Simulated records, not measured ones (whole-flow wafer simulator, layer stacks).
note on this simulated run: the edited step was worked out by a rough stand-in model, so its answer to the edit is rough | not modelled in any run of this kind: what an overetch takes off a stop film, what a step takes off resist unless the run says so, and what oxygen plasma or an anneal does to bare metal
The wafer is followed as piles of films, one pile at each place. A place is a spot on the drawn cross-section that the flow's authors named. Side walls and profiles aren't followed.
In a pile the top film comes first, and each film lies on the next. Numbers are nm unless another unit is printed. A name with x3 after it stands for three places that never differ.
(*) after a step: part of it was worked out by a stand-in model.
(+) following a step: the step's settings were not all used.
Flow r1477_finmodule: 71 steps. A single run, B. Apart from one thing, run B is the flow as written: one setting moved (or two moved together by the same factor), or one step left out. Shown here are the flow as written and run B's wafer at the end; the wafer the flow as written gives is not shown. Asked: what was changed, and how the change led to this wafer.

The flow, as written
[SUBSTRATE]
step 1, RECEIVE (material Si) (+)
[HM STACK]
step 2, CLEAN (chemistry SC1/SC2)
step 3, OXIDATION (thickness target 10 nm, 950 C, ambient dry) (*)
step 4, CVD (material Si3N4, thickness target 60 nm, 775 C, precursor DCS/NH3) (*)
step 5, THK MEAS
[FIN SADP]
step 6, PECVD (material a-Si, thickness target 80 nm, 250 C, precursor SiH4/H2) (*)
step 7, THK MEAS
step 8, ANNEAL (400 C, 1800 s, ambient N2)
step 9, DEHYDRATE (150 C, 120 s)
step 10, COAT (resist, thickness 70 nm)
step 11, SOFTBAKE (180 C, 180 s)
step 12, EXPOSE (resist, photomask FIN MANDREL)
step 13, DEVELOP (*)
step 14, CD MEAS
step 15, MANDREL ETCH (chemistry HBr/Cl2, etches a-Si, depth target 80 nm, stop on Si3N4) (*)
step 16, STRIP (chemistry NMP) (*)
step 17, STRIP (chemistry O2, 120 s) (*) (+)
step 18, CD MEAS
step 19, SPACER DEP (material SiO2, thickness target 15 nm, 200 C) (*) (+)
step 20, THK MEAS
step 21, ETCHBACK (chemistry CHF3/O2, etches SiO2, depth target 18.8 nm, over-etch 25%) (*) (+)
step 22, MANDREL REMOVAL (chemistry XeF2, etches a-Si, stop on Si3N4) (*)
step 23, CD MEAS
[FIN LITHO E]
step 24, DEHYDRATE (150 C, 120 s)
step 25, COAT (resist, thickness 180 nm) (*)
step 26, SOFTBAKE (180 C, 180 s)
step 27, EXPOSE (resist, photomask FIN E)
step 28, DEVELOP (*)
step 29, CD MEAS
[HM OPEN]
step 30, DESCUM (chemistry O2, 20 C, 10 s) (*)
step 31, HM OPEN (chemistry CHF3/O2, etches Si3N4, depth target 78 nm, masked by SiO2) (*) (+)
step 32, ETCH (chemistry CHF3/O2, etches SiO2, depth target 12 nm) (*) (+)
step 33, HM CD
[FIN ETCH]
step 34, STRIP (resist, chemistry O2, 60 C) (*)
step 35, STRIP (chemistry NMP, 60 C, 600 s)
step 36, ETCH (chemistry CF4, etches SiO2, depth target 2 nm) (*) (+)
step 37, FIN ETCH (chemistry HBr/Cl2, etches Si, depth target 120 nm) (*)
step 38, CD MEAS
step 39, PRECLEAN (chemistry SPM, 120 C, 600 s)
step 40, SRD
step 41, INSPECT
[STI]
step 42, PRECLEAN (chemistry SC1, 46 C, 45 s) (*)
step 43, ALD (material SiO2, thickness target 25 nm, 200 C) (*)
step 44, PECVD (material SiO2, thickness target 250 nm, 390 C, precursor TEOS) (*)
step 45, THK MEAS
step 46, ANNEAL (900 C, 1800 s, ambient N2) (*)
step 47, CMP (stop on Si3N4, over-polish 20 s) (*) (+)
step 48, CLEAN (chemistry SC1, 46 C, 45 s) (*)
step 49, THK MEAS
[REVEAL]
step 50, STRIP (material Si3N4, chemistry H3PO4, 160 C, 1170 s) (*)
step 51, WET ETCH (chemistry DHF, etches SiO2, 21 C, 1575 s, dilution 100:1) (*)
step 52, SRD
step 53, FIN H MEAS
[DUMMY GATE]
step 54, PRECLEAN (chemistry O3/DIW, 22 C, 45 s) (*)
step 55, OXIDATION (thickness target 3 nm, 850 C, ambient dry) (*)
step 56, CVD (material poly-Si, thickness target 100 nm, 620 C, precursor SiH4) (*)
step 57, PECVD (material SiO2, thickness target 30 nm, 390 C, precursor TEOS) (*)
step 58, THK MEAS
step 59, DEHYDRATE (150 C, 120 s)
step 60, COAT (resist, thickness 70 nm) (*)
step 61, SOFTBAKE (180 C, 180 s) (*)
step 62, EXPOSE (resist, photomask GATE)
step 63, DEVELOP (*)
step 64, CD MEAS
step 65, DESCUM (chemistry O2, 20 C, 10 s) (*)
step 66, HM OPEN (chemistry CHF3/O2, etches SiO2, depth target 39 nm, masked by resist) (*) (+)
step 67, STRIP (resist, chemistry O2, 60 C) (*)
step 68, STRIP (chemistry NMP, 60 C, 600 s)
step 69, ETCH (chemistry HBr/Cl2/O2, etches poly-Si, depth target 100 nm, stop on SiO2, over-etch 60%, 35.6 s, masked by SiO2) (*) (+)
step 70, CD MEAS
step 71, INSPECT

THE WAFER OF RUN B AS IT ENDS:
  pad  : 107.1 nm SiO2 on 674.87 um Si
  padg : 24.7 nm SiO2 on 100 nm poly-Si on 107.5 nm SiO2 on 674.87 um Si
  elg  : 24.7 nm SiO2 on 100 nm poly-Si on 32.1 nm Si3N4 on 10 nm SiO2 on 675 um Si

What caused this: step 51, WET ETCH: 1496 s was run, while the flow as written has 1575 s.

The path from the change to this, step by step:
  step 51, WET ETCH (chemistry DHF, etches SiO2, 21 C, 1575 s, dilution 100:1) (*)
      pad, padg, e40sg and 12 more: SiO2 loses 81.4 (in the flow as written it would be: SiO2 loses 85.7)
      esg, s40cg, s45cg, s50cg, s40co, s45co, s50co: SiO2 loses 75.1 (in the flow as written it would be: SiO2 loses 79.1)
  step 56, CVD (material poly-Si, thickness target 100 nm, 620 C, precursor SiH4) (*)
      s40cg, s40co: poly-Si gains 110 (new film) (in the flow as written it would be: poly-Si gains 113.9 (new film))
      s45cg, s45co: poly-Si gains 109.4 (new film) (in the flow as written it would be: poly-Si gains 113.4 (new film))
      (and at 3 other places as well)
  step 60, COAT (resist, thickness 70 nm) (*)
      e40sg, eso, e40so: resist gains 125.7 (new film) (in the flow as written it would be: resist gains 129.5 (new film))
      e100sg, e100so: resist gains 125.7 (new film) (in the flow as written it would be: resist gains 129.4 (new film))
      (and at 8 other places as well)
  step 63, DEVELOP (*)
      eso, e40so: resist loses 125.7 (all of it) (in the flow as written it would be: resist loses 129.5 (all of it))
      e100so: resist loses 125.7 (all of it) (in the flow as written it would be: resist loses 129.4 (all of it))
      (and at 4 other places as well)
  step 67, STRIP (resist, chemistry O2, 60 C) (*)
      e40sg: resist loses 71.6 (all of it) (in the flow as written it would be: resist loses 75.4 (all of it))
      e100sg: resist loses 71.5 (all of it) (in the flow as written it would be: resist loses 75.3 (all of it))
      (and at 4 other places as well)
  step 69, ETCH (chemistry HBr/Cl2/O2, etches poly-Si, depth target 100 nm, stop on SiO2, over-etch 60%, 35.6 s, masked by SiO2) (*) (+)
      s40co: chemical SiO2 loses 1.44 (all of it), poly-Si loses 107.5 (all of it), SiO2 loses 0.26 (in the flow as written it would be: chemical SiO2 loses 1.46 (all of it), poly-Si loses 111.5 (all of it), SiO2 loses 0.24)
      s45co: chemical SiO2 loses 1.44 (all of it), poly-Si loses 107 (all of it), SiO2 loses 0.27 (in the flow as written it would be: chemical SiO2 loses 1.46 (all of it), poly-Si loses 110.9 (all of it), SiO2 loses 0.25)
      (and at 1 other place as well)
